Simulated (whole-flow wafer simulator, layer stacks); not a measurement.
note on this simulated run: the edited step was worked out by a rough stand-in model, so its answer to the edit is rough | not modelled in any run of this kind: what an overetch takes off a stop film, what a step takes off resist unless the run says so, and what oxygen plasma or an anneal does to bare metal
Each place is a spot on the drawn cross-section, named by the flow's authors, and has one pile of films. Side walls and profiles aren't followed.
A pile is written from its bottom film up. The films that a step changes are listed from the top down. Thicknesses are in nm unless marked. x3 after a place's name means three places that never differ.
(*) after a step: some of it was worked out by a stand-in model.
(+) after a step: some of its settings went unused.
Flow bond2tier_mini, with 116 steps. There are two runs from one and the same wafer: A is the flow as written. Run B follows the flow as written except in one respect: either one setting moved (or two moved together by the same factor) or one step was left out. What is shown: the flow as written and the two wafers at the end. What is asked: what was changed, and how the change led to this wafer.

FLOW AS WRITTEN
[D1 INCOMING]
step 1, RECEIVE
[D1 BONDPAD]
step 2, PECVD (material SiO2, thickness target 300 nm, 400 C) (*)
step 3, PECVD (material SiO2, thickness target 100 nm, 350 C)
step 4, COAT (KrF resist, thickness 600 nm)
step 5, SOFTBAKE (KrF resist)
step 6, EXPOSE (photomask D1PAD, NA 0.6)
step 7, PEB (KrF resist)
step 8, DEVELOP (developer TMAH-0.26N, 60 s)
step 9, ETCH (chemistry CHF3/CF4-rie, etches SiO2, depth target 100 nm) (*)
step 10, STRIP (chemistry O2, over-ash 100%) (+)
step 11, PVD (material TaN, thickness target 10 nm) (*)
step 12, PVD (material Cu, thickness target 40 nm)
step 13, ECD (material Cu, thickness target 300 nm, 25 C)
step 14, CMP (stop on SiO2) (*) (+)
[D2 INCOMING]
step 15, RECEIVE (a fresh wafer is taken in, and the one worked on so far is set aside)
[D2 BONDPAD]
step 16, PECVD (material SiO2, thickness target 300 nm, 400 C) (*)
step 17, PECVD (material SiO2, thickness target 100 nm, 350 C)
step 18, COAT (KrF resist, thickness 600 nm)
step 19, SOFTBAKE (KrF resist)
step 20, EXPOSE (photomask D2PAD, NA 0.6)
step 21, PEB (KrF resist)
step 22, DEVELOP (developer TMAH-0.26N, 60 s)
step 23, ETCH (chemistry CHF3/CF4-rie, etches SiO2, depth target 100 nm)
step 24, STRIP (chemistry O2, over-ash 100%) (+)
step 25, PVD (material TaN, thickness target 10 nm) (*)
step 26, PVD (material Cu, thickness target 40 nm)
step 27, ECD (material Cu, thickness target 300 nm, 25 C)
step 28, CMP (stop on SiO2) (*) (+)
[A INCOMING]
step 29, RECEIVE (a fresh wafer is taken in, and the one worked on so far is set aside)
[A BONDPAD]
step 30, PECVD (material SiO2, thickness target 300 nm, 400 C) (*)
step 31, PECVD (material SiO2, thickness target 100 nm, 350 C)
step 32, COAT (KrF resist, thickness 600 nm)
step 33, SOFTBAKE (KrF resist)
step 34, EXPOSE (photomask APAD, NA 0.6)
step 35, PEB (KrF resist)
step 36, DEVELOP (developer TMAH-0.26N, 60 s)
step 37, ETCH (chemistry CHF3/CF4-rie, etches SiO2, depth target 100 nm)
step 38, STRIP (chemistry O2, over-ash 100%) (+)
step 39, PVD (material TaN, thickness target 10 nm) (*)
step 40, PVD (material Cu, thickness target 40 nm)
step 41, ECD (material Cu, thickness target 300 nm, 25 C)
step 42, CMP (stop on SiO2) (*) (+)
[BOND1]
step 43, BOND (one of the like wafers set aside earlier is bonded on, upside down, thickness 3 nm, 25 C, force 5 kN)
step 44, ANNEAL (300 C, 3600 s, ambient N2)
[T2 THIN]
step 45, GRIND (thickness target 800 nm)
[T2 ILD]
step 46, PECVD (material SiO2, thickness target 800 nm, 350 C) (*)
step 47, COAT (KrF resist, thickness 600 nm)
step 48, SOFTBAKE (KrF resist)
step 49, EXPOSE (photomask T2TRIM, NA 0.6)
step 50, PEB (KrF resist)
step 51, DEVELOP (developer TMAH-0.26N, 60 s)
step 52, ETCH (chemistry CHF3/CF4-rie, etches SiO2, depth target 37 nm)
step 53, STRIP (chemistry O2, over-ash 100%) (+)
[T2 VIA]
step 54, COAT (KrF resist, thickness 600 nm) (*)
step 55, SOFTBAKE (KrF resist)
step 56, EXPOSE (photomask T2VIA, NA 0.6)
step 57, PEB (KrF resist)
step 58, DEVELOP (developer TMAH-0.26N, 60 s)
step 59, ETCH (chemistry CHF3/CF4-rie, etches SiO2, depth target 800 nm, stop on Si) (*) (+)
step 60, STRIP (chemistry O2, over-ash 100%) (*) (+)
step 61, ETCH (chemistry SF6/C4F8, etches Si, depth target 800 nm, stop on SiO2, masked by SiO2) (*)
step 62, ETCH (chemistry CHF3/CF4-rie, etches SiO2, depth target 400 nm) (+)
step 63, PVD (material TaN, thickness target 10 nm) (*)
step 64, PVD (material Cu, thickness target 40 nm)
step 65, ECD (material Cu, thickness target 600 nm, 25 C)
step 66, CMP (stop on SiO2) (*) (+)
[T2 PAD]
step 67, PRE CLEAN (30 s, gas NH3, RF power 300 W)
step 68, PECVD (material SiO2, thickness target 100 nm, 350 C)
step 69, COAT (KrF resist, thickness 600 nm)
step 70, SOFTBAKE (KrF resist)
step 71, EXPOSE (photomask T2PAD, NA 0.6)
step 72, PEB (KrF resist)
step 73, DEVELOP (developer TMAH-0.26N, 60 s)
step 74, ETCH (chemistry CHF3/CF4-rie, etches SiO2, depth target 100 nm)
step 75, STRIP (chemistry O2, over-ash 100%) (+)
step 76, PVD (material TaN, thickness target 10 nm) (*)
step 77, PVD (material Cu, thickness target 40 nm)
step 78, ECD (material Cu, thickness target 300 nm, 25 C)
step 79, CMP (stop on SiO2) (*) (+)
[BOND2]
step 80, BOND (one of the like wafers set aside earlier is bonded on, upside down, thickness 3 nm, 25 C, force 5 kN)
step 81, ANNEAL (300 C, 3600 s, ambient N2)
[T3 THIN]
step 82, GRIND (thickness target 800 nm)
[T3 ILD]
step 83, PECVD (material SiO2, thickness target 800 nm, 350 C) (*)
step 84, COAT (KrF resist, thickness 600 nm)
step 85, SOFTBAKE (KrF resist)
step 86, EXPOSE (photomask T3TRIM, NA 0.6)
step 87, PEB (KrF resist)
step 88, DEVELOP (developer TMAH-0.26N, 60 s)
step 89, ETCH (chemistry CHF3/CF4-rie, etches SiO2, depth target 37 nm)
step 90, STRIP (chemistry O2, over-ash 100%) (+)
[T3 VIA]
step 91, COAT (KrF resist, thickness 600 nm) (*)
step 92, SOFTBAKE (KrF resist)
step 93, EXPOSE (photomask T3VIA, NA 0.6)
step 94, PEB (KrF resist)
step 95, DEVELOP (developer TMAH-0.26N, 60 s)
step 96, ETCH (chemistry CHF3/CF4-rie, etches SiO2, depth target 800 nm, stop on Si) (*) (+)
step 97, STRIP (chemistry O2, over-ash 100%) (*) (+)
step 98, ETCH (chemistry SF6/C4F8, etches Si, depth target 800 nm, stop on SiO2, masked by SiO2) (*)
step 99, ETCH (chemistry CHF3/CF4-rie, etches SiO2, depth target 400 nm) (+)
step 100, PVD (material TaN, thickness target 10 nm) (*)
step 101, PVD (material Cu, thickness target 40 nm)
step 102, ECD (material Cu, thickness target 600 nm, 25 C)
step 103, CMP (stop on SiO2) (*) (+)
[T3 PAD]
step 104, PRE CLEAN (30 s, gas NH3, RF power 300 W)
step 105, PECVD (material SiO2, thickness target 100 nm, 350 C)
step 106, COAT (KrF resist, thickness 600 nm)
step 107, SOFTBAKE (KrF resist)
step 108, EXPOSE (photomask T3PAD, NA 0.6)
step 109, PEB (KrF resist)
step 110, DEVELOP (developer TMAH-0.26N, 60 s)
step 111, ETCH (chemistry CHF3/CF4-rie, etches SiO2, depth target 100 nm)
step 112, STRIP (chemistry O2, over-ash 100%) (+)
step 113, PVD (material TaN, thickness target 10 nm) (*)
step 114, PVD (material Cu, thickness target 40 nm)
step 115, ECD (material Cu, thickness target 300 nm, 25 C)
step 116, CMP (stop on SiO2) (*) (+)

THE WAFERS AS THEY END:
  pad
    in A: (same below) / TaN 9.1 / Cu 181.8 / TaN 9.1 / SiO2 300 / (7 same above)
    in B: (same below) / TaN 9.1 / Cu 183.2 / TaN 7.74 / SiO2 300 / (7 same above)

Cause: step 25, PVD: thickness target 8.5 nm was run, while the flow as written has thickness target 10 nm.

How this came from the change, step by step:
  step 25, PVD (material TaN, thickness target 10 nm) (*)
      field: A TaN gains 10 (new film) | B TaN gains 8.5 (new film)
      pad: A TaN gains 9.1 (new film) | B TaN gains 7.74 (new film)
      (and at 1 other place as well)
  step 28, CMP (stop on SiO2) (*) (+)
      field: A Cu loses 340 (all of it), TaN loses 10 (all of it) | B Cu loses 340 (all of it), TaN loses 8.5 (all of it)
  step 80, BOND (one of the like wafers set aside earlier is bonded on, upside down, thickness 3 nm, 25 C, force 5 kN)
      pad: A Si gains 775 um (new film), chemical SiO2 gains 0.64 (new film), SiO2 gains 300 (new film), TaN gains 9.1 (new film), Cu gains 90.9 | B Si gains 775 um (new film), chemical SiO2 gains 0.64 (new film), SiO2 gains 300 (new film), TaN gains 7.74 (new film), Cu gains 92.3
